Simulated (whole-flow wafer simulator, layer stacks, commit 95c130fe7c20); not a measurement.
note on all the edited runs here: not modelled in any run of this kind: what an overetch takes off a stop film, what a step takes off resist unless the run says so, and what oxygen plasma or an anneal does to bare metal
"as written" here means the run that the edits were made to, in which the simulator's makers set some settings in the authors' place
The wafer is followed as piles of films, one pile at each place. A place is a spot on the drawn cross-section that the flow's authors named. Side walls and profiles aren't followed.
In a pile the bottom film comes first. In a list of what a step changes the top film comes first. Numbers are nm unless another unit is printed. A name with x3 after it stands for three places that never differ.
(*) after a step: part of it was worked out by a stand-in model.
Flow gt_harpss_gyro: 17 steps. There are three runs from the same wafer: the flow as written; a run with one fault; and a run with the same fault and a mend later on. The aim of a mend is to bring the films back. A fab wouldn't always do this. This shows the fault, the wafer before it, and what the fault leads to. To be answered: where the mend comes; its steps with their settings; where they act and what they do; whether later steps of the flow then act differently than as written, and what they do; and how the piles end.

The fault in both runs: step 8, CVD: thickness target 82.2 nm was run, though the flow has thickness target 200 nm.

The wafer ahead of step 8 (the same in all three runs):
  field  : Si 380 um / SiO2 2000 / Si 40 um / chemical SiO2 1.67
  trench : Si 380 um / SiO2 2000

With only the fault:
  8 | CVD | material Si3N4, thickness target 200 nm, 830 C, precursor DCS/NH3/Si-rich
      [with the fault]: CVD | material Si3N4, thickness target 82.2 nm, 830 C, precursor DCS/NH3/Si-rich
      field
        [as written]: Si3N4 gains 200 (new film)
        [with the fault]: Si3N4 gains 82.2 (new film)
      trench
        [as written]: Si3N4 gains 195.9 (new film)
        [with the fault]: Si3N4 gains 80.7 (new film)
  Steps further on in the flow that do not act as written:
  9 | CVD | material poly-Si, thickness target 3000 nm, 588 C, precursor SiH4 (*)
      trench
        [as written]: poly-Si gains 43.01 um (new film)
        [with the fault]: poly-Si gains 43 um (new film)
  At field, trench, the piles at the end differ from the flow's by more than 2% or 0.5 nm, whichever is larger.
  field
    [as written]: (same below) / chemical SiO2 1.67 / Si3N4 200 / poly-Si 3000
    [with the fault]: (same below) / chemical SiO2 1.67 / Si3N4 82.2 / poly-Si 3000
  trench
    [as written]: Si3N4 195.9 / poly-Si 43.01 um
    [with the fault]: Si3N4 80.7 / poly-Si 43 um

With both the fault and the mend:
  The mend follows step 8.
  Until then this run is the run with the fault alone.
  8a | ETCH | chemistry h3po4, depth target 94.62 nm
      field
        Si3N4 loses 82.2 (all of it)
      trench
        Si3N4 loses 80.7 (all of it)
  8b | CLEAN | chemistry SPM (the flow's step 1 again)
      alters no film at any place that is followed
  8c | CVD | material Si3N4, thickness target 200 nm, 830 C, precursor DCS/NH3/Si-rich (the flow's step 8 again)
      field
        Si3N4 gains 200 (new film)
      trench
        Si3N4 gains 195.9 (new film)
  Later steps of the flow that are run all act as written at every place that is followed.
  By the end, the piles equal the flow's at every place that both follow.
